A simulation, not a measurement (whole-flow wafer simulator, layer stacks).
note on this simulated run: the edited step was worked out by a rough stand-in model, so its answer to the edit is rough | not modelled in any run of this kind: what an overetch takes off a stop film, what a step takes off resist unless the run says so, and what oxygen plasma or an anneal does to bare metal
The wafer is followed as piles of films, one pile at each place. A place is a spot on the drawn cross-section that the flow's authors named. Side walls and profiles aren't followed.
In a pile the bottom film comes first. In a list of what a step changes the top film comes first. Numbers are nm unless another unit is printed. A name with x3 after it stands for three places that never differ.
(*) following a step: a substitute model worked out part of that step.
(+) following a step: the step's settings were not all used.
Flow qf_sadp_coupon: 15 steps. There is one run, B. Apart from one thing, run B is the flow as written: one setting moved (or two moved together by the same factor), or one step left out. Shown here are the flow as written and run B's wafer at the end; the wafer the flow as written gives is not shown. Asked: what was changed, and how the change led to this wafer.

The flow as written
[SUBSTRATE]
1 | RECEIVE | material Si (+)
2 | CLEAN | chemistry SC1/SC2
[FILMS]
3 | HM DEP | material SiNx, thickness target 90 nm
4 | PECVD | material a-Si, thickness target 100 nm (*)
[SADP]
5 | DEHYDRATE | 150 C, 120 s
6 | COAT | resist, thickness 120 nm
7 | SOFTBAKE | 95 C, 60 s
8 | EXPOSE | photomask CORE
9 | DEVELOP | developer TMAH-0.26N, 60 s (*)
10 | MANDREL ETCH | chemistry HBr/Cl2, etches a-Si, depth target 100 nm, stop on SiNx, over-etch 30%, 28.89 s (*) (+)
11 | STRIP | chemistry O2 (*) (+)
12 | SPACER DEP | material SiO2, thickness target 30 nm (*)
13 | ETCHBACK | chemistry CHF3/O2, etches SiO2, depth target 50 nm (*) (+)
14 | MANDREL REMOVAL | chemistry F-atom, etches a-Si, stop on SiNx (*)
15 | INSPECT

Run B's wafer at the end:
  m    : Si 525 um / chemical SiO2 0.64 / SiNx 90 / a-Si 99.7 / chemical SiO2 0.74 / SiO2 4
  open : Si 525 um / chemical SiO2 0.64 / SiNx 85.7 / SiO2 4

What caused this: step 13, ETCHBACK: depth target 26 nm was run, though the flow has depth target 50 nm.

The path from the change to this, step by step:
  13 | ETCHBACK | chemistry CHF3/O2, etches SiO2, depth target 50 nm (*) (+)
      m: SiO2 loses 26 (as written it would have been: SiO2 loses 30 (all of it), chemical SiO2 loses 0.74 (all of it), a-Si loses 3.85)
      open: SiO2 loses 26 (as written it would have been: SiO2 loses 30 (all of it), SiNx loses 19)
  14 | MANDREL REMOVAL | chemistry F-atom, etches a-Si, stop on SiNx (*)
      m: nothing (as written it would have been: a-Si loses 95.8 (all of it))
